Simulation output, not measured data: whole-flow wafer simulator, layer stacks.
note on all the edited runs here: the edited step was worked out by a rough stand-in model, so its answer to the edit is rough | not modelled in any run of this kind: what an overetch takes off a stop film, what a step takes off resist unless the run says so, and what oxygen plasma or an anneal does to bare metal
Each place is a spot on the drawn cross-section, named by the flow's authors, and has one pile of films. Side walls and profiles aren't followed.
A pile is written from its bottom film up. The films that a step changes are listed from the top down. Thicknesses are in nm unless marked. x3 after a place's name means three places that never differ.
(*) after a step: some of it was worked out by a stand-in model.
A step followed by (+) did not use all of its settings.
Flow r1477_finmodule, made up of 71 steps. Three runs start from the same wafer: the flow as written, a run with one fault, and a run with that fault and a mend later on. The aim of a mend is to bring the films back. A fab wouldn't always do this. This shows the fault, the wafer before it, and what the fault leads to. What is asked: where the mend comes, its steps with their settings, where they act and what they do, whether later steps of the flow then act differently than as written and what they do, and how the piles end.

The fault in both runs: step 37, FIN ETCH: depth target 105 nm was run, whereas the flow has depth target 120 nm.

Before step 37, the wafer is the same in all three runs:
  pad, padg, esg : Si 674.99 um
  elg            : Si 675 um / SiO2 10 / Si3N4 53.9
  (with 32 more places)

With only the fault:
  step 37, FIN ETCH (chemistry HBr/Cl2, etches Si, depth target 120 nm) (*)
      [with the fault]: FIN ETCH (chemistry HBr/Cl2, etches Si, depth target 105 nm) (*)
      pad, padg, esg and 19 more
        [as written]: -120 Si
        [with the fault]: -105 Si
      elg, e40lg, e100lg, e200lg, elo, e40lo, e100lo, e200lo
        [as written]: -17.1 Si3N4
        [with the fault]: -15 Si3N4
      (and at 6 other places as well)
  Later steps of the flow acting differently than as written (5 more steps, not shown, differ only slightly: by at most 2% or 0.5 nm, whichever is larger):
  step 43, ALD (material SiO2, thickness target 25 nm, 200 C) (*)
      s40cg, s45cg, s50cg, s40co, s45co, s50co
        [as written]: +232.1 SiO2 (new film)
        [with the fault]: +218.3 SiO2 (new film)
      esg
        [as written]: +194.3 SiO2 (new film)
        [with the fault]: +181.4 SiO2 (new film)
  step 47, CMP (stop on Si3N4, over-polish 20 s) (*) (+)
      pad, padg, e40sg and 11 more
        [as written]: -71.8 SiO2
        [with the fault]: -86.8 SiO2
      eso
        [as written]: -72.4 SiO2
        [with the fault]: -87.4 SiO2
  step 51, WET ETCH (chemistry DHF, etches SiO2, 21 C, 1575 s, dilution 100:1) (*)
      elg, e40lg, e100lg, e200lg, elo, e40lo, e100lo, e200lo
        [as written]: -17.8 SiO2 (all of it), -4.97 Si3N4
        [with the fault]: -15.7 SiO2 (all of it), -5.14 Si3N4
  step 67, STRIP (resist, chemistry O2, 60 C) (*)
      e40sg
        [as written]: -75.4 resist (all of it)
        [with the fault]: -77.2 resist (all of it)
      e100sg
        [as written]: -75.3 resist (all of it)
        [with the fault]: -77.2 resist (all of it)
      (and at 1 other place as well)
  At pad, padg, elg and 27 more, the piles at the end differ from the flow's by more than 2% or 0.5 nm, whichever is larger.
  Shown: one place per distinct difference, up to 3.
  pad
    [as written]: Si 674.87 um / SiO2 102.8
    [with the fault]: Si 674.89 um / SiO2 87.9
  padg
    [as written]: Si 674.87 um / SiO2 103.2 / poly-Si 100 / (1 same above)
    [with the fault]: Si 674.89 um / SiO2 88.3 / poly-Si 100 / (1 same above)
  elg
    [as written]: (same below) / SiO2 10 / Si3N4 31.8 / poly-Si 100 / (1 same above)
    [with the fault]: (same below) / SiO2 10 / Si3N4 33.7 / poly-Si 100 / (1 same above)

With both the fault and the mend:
  The mend stands after step 38.
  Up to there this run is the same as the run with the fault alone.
  step 38a, FIN ETCH (chemistry HBr/Cl2, etches Si, depth target 15 nm) (*) (the flow's step 37 again, with other settings)
      pad, padg, esg and 19 more
        -15 Si
      elg, e40lg, e100lg, e200lg, elo, e40lo, e100lo, e200lo
        -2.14 Si3N4
      s40sg_line, s45sg_line, s50sg_line, s40so_line, s45so_line, s50so_line
        -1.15 SiO2
  None of the later steps of the flow acts differently than as written at any place that is followed.
  The piles end the same as the flow's at every place that both follow.
